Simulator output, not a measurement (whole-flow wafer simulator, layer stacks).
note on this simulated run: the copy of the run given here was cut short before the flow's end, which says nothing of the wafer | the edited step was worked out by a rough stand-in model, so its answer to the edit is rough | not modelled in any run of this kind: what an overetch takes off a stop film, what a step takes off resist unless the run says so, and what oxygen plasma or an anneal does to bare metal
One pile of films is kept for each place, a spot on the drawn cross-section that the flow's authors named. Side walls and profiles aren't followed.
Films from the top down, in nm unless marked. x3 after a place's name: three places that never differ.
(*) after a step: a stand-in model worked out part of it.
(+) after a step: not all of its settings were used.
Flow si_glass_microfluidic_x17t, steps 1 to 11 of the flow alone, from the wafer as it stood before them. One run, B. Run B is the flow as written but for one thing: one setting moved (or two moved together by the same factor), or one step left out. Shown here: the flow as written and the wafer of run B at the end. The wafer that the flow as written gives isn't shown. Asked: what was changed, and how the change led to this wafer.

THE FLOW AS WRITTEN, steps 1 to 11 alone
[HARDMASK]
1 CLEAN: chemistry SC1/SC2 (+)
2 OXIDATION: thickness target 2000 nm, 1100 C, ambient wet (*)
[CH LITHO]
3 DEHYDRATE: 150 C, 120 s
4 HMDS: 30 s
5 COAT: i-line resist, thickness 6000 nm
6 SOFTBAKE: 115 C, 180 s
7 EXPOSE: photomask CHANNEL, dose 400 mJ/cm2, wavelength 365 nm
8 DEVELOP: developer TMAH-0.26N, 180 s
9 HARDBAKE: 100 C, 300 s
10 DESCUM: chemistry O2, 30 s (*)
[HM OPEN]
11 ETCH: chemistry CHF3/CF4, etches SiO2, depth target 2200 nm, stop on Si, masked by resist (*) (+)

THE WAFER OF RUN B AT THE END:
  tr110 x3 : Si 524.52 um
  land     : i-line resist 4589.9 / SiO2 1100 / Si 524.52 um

The cause: step 2, OXIDATION: thickness target 1100 nm was run, where the flow has thickness target 2000 nm.
It can be read off the wafer: land has SiO2 1100, and step 2 as written asks for 2000 nm.

How the change led to this, step by step:
  2 OXIDATION: thickness target 2000 nm, 1100 C, ambient wet (*)
      land, tr110 x3: SiO2 +1100 (new film), chemical SiO2 -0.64 (all of it), Si -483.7 (as written it would be: SiO2 +2000 (new film), chemical SiO2 -0.64 (all of it), Si -879.7)
  11 ETCH: chemistry CHF3/CF4, etches SiO2, depth target 2200 nm, stop on Si, masked by resist (*) (+)
      tr110 x3: SiO2 -1100 (all of it) (as written it would be: SiO2 -2000 (all of it))
      land: i-line resist -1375 (as written it would be: i-line resist -1833.3)
